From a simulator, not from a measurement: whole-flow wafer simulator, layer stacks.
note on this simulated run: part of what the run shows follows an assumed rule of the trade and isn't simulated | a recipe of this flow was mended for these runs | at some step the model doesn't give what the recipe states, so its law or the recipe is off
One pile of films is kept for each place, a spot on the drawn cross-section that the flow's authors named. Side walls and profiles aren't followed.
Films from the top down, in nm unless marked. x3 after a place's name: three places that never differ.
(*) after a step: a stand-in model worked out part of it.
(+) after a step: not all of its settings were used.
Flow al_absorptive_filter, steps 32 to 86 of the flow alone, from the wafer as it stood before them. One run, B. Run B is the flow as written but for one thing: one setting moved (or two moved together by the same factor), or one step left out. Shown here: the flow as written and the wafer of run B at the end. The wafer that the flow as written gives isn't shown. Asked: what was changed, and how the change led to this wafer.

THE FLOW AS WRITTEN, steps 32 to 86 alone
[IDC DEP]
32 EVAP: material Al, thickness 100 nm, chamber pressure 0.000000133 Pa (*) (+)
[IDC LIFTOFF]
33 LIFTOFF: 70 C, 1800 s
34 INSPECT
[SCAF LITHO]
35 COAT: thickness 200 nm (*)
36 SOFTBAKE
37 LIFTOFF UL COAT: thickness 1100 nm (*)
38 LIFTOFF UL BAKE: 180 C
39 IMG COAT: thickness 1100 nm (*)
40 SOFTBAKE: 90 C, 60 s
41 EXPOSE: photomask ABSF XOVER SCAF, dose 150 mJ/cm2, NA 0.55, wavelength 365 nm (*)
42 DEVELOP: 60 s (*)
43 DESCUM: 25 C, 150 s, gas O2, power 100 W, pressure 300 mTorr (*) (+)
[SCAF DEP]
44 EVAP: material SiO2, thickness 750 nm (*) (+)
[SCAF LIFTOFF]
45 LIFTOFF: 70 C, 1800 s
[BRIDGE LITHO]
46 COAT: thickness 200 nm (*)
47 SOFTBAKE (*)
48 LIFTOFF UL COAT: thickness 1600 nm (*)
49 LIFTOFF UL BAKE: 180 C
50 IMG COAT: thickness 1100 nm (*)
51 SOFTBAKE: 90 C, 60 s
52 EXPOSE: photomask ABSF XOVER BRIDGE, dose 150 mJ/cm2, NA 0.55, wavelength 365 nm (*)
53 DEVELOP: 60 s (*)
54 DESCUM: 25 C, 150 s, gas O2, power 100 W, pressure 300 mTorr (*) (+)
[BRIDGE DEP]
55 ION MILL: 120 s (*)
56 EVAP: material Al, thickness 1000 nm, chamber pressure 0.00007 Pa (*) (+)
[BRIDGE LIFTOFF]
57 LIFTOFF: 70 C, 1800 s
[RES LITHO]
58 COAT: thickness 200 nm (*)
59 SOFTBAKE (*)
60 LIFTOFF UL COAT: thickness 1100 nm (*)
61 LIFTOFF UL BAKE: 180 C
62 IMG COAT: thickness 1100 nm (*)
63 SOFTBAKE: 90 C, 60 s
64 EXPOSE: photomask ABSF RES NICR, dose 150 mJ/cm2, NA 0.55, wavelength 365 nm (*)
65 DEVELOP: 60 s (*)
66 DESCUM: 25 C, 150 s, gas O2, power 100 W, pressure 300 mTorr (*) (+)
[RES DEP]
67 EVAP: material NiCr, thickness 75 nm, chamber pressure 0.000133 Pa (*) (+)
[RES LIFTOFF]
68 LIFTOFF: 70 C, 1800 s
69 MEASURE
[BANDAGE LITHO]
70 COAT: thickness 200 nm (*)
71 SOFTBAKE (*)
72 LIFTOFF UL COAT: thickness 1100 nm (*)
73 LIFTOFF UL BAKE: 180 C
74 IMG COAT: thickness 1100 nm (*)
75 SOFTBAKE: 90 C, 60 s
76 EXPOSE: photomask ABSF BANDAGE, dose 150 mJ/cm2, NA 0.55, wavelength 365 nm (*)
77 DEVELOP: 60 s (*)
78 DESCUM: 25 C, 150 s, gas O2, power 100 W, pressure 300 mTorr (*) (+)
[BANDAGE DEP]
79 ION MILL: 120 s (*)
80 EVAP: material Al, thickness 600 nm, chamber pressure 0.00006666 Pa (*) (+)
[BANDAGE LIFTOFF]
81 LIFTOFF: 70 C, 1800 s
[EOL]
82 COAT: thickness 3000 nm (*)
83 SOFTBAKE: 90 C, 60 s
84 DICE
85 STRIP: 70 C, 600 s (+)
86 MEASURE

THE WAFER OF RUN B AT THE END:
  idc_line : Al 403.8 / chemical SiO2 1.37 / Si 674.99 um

The cause: step 32, EVAP: thickness 145 nm was run, where the flow has thickness 100 nm.

How the change led to this, step by step:
  32 EVAP: material Al, thickness 100 nm, chamber pressure 0.000000133 Pa (*) (+)
      gnd, pad_far, pad_near and 10 more: Al +145 (new film) (as written it would be: Al +100 (new film))
      idc_line: Al +403.8 (new film) (as written it would be: Al +100 (new film))
  33 LIFTOFF: 70 C, 1800 s
      gnd, xa_field, xa_margin, xa_strip, xl_land, idc_field, idc_space: Al -145 (all of it), e-beam-resist -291 (all of it) (as written it would be: Al -100 (all of it), e-beam-resist -291 (all of it))
      pad_far: Al -145 (all of it), e-beam-resist -287 (all of it) (as written it would be: Al -100 (all of it), e-beam-resist -287 (all of it))
      (and at 5 more places)
  35 COAT: thickness 200 nm (*)
      idc_line: acrylic-e-beam-resist +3 (new film) (as written it would be: acrylic-e-beam-resist +125.3 (new film))
      idc_space: acrylic-e-beam-resist +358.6 (new film) (as written it would be: acrylic-e-beam-resist +228.2 (new film))
  37 LIFTOFF UL COAT: thickness 1100 nm (*)
      idc_line: lift-off-underlayer +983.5 (new film) (as written it would be: lift-off-underlayer +1090 (new film))
      idc_space: lift-off-underlayer +1033 (new film) (as written it would be: lift-off-underlayer +1087.8 (new film))
  45 LIFTOFF: 70 C, 1800 s
      idc_line: SiO2 -750 (all of it), i-line-resist -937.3 (all of it), lift-off-underlayer -983.5 (all of it), acrylic-e-beam-resist -3 (all of it) (as written it would be: SiO2 -750 (all of it), i-line-resist -939.2 (all of it), lift-off-underlayer -1090 (all of it), acrylic-e-beam-resist -125.3 (all of it))
      idc_space: SiO2 -750 (all of it), i-line-resist -936.9 (all of it), lift-off-underlayer -1033 (all of it), acrylic-e-beam-resist -358.6 (all of it) (as written it would be: SiO2 -750 (all of it), i-line-resist -939.1 (all of it), lift-off-underlayer -1087.8 (all of it), acrylic-e-beam-resist -228.2 (all of it))
  46 COAT: thickness 200 nm (*)
      idc_line: acrylic-e-beam-resist +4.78 (new film) (as written it would be: acrylic-e-beam-resist +129.8 (new film))
      idc_space: acrylic-e-beam-resist +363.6 (new film) (as written it would be: acrylic-e-beam-resist +229.8 (new film))
  48 LIFTOFF UL COAT: thickness 1600 nm (*)
      idc_line: lift-off-underlayer +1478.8 (new film) (as written it would be: lift-off-underlayer +1586.1 (new film))
      idc_space: lift-off-underlayer +1524.5 (new film) (as written it would be: lift-off-underlayer +1586.9 (new film))
  57 LIFTOFF: 70 C, 1800 s
      idc_line: Al -1000 (all of it), i-line-resist -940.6 (all of it), lift-off-underlayer -1478.8 (all of it), acrylic-e-beam-resist -4.78 (all of it) (as written it would be: Al -1000 (all of it), i-line-resist -941.5 (all of it), lift-off-underlayer -1586.1 (all of it), acrylic-e-beam-resist -129.8 (all of it))
      idc_space: Al -1000 (all of it), i-line-resist -940.6 (all of it), lift-off-underlayer -1524.5 (all of it), acrylic-e-beam-resist -363.6 (all of it) (as written it would be: Al -1000 (all of it), i-line-resist -941.5 (all of it), lift-off-underlayer -1586.9 (all of it), acrylic-e-beam-resist -229.8 (all of it))
  58 COAT: thickness 200 nm (*)
      idc_line: acrylic-e-beam-resist +4.78 (new film) (as written it would be: acrylic-e-beam-resist +129.8 (new film))
      idc_space: acrylic-e-beam-resist +363.6 (new film) (as written it would be: acrylic-e-beam-resist +229.8 (new film))
  60 LIFTOFF UL COAT: thickness 1100 nm (*)
      idc_line: lift-off-underlayer +983.5 (new film) (as written it would be: lift-off-underlayer +1086.6 (new film))
      idc_space: lift-off-underlayer +1029.1 (new film) (as written it would be: lift-off-underlayer +1087.4 (new film))
  68 LIFTOFF: 70 C, 1800 s
      idc_line: NiCr -75 (all of it), i-line-resist -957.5 (all of it), lift-off-underlayer -983.5 (all of it), acrylic-e-beam-resist -4.78 (all of it) (as written it would be: NiCr -75 (all of it), i-line-resist -959.8 (all of it), lift-off-underlayer -1086.6 (all of it), acrylic-e-beam-resist -129.8 (all of it))
      idc_space: NiCr -75 (all of it), i-line-resist -957.6 (all of it), lift-off-underlayer -1029.1 (all of it), acrylic-e-beam-resist -363.6 (all of it) (as written it would be: NiCr -75 (all of it), i-line-resist -959.8 (all of it), lift-off-underlayer -1087.4 (all of it), acrylic-e-beam-resist -229.8 (all of it))
  70 COAT: thickness 200 nm (*)
      idc_line: acrylic-e-beam-resist +4.78 (new film) (as written it would be: acrylic-e-beam-resist +129.8 (new film))
      idc_space: acrylic-e-beam-resist +363.6 (new film) (as written it would be: acrylic-e-beam-resist +229.8 (new film))
  72 LIFTOFF UL COAT: thickness 1100 nm (*)
      idc_line: lift-off-underlayer +983.5 (new film) (as written it would be: lift-off-underlayer +1086.6 (new film))
      idc_space: lift-off-underlayer +1029.1 (new film) (as written it would be: lift-off-underlayer +1087.4 (new film))
  81 LIFTOFF: 70 C, 1800 s
      idc_line: Al -600 (all of it), i-line-resist -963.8 (all of it), lift-off-underlayer -983.5 (all of it), acrylic-e-beam-resist -4.78 (all of it) (as written it would be: Al -600 (all of it), i-line-resist -966.1 (all of it), lift-off-underlayer -1086.6 (all of it), acrylic-e-beam-resist -129.8 (all of it))
      idc_space: Al -600 (all of it), i-line-resist -963.9 (all of it), lift-off-underlayer -1029.1 (all of it), acrylic-e-beam-resist -363.6 (all of it) (as written it would be: Al -600 (all of it), i-line-resist -966.1 (all of it), lift-off-underlayer -1087.4 (all of it), acrylic-e-beam-resist -229.8 (all of it))
  82 COAT: thickness 3000 nm (*)
      idc_line: i-line-resist +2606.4 (new film) (as written it would be: i-line-resist +2901.8 (new film))
  83 SOFTBAKE: 90 C, 60 s
      idc_line: i-line-resist -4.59 (as written it would be: i-line-resist -0.95)
      idc_space: i-line-resist -4.57 (as written it would be: i-line-resist -0.95)
  85 STRIP: 70 C, 600 s (+)
      idc_line: i-line-resist -2601.9 (all of it) (as written it would be: i-line-resist -2900.9 (all of it))
